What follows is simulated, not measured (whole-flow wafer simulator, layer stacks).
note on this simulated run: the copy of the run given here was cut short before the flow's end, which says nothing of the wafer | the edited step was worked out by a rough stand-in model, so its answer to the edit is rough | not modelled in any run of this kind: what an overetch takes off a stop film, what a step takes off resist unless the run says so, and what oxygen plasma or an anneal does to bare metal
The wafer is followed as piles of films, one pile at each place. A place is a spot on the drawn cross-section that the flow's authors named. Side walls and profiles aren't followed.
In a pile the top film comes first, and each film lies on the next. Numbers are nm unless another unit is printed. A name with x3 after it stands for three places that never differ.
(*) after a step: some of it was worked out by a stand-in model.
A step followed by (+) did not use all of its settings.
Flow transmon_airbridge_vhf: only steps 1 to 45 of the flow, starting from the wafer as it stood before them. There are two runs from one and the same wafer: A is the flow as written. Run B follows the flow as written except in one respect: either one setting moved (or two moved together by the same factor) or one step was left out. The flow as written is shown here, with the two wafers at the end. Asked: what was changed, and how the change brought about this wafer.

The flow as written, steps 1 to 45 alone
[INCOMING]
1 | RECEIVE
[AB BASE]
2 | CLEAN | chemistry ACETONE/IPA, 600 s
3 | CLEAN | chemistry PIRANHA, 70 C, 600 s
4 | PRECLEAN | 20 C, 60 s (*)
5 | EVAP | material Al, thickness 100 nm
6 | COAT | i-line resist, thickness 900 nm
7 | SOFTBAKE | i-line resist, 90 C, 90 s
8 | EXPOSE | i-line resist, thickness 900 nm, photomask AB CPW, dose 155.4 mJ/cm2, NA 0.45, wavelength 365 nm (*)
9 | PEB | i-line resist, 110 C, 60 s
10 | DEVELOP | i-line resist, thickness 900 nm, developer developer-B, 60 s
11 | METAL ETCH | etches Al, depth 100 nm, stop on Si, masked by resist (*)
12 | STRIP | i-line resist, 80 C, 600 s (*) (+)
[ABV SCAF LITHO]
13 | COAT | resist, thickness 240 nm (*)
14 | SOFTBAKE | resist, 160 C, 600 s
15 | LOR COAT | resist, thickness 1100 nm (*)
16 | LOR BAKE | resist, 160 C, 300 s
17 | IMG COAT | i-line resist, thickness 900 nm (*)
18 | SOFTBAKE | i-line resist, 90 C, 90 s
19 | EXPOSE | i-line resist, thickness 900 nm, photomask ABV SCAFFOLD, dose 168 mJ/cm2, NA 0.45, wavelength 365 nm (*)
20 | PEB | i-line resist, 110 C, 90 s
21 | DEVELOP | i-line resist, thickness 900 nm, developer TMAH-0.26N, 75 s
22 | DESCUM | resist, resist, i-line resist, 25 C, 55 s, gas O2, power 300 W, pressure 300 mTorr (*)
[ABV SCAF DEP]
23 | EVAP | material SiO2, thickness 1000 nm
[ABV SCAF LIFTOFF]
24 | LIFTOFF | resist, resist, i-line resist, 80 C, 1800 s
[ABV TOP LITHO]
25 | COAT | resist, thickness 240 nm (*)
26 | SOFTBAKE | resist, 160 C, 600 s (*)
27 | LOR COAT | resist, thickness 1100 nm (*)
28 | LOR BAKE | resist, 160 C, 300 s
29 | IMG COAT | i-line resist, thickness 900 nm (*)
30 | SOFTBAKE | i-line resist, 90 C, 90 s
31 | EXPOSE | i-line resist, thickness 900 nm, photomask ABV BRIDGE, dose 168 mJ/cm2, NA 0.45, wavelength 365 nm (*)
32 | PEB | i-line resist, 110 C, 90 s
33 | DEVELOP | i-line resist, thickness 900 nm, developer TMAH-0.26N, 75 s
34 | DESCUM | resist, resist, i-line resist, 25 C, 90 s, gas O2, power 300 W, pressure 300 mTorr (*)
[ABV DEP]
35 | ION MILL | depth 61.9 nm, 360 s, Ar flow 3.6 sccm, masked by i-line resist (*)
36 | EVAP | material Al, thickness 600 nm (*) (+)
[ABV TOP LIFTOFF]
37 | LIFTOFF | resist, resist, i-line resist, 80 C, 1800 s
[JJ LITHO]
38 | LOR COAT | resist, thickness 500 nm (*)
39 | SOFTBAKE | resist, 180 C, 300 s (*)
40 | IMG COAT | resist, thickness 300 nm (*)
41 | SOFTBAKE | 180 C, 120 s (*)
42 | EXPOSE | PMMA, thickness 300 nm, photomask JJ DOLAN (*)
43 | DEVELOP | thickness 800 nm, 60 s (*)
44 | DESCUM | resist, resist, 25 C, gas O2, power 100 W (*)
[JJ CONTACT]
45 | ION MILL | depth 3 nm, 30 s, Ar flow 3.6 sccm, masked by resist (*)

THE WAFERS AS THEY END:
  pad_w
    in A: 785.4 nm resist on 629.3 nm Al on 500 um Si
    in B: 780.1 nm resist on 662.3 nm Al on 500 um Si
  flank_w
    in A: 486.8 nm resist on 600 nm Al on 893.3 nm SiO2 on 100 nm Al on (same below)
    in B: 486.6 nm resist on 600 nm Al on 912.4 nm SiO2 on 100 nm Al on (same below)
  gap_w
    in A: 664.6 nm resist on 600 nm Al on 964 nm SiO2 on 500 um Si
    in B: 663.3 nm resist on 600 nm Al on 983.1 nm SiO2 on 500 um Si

The reason: step 35, ION MILL: depth 29.1 nm was run, whereas the flow has depth 61.9 nm; step 35, ION MILL: 169 s was run, where the flow has 360 s.

The path from the change to this, step by step:
  35 | ION MILL | depth 61.9 nm, 360 s, Ar flow 3.6 sccm, masked by i-line resist (*)
      field x3, jj_line, ground_far, trace_open_s x2, margin_s, margin_n: A -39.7 i-line resist | B -18.7 i-line resist
      flank_w, gap_w, cpw_trace, gap_e, flank_e, bridge_strip: A -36 SiO2 | B -16.9 SiO2
      (as well as at 2 more places)
  37 | LIFTOFF | resist, resist, i-line resist, 80 C, 1800 s
      field x3, jj_line, trace_open_s x2: A -600 Al (all of it), -600 i-line resist (all of it), -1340 resist (all of it) | B -600 Al (all of it), -621.1 i-line resist (all of it), -1340 resist (all of it)
      margin_s, margin_n: A -600 Al (all of it), -318.3 i-line resist (all of it), -992 resist (all of it) | B -600 Al (all of it), -339.4 i-line resist (all of it), -992 resist (all of it)
      (as well as at 1 more place)
